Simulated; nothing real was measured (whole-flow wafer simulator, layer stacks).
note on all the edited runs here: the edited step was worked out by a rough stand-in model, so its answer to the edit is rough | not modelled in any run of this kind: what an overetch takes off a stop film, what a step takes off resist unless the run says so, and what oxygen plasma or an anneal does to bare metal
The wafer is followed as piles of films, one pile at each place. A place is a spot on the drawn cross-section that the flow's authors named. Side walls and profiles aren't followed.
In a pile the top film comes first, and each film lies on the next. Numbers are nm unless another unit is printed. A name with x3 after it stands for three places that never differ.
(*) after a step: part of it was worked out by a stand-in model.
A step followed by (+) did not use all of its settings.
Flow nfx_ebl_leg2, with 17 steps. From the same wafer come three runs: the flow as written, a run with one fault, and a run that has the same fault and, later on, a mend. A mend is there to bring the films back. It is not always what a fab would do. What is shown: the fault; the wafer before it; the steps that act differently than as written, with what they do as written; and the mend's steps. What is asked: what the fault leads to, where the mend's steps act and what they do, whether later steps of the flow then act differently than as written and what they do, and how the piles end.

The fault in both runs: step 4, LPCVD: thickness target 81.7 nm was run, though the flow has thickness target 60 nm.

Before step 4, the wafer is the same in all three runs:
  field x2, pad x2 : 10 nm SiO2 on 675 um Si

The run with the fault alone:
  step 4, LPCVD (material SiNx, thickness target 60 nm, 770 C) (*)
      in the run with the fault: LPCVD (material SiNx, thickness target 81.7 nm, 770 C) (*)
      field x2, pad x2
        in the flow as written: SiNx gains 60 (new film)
        in the run with the fault: SiNx gains 81.7 (new film)
  Later steps of the flow acting differently than as written:
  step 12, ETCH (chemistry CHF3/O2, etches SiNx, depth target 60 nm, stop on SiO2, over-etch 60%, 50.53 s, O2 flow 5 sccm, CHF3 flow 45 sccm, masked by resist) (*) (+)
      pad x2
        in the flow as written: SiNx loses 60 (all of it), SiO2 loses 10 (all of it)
        in the run with the fault: SiNx loses 81.7 (all of it), SiO2 loses 7.15
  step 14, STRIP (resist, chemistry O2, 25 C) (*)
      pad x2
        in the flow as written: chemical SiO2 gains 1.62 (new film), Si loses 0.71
        in the run with the fault: nothing
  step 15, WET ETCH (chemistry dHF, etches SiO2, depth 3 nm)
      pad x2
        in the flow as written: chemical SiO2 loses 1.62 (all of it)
        in the run with the fault: SiO2 loses 2.85 (all of it)
  At field x2, the piles at the end differ from the flow's by more than 2% or 0.5 nm, whichever is larger.
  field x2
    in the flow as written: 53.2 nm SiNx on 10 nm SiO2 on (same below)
    in the run with the fault: 74.9 nm SiNx on 10 nm SiO2 on (same below)

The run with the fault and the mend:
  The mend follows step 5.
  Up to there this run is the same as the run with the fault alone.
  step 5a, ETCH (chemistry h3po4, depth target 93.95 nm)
      field x2, pad x2
        SiNx loses 81.7 (all of it)
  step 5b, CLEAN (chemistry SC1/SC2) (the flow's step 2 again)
      does not change any film at any place that is followed
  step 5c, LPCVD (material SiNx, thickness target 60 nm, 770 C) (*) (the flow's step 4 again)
      field x2, pad x2
        SiNx gains 60 (new film)
  Every later step of the flow that is run acts as written at every place that is followed.
  By the end, the piles equal the flow's at every place that both follow.
